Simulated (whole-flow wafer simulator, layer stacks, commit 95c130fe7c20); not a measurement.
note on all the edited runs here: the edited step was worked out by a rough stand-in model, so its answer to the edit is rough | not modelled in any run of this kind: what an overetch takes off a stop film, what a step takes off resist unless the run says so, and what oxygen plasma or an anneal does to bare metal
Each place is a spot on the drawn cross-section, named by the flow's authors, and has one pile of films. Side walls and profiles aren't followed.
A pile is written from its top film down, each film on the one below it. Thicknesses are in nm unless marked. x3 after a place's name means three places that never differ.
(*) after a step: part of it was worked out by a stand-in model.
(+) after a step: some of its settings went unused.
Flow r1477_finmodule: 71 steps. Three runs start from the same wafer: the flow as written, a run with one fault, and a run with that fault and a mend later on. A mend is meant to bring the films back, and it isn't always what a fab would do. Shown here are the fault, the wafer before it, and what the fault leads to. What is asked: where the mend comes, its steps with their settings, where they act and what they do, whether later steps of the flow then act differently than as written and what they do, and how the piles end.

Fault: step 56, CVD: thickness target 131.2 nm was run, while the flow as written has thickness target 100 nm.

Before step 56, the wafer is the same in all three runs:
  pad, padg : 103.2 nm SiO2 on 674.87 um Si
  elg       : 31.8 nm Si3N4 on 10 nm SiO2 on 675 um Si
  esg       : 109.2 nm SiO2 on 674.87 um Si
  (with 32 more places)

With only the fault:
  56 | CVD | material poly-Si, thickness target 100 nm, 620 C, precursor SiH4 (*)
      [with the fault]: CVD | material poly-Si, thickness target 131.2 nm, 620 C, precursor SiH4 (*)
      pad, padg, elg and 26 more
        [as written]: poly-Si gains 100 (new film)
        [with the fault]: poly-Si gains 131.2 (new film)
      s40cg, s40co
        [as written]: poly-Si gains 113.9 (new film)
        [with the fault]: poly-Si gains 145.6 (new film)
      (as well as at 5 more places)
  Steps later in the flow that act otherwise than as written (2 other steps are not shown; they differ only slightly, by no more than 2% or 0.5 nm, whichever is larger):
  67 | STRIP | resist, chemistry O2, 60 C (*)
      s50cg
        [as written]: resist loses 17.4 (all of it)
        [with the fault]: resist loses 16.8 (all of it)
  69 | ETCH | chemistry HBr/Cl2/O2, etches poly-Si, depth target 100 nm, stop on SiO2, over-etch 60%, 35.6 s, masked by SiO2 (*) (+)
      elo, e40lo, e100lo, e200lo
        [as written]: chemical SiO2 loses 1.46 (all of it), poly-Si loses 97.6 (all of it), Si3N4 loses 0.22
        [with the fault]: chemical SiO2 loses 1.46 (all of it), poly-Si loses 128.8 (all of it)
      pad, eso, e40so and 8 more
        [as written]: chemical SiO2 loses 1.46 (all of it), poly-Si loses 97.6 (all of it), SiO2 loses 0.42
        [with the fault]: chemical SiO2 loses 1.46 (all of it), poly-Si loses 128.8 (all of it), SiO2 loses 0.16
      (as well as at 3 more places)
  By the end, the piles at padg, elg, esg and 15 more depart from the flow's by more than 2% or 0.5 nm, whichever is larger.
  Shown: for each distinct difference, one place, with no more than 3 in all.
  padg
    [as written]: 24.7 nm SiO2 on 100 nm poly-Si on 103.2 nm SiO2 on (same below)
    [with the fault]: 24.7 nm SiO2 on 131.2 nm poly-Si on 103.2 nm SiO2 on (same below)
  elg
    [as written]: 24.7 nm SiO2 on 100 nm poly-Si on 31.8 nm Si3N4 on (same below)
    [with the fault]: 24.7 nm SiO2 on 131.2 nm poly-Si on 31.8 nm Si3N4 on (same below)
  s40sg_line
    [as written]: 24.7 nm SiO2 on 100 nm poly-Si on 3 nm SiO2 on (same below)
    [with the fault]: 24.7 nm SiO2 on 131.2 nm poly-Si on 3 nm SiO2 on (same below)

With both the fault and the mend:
  After step 56 comes the mend.
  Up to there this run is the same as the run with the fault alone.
  56a | ETCH | chemistry tmah, depth target 233.1 nm
      pad, padg, elg and 26 more
        poly-Si loses 131.2 (all of it)
      s40cg, s40co
        poly-Si loses 145.6 (all of it)
      s45cg, s45co
        poly-Si loses 145.2 (all of it)
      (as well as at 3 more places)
  56b | CLEAN | chemistry SC1, 46 C, 45 s (*) (the flow's step 48 again)
      s40sg_line, s45sg_line, s50sg_line, s40so_line, s45so_line, s50so_line
        SiO2 loses 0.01
  56c | CVD | material poly-Si, thickness target 100 nm, 620 C, precursor SiH4 (*) (the flow's step 56 again)
      pad, padg, elg and 26 more
        poly-Si gains 100 (new film)
      s40cg, s40co
        poly-Si gains 113.9 (new film)
      s45cg, s45co
        poly-Si gains 113.4 (new film)
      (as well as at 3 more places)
  Every later step of the flow that is run acts as written, at every place that is followed, to within 2% or 0.5 nm, whichever is larger.
  At the end the piles are close to the flow's at the places that both follow, differing by at most 2% or 0.5 nm, whichever is larger.
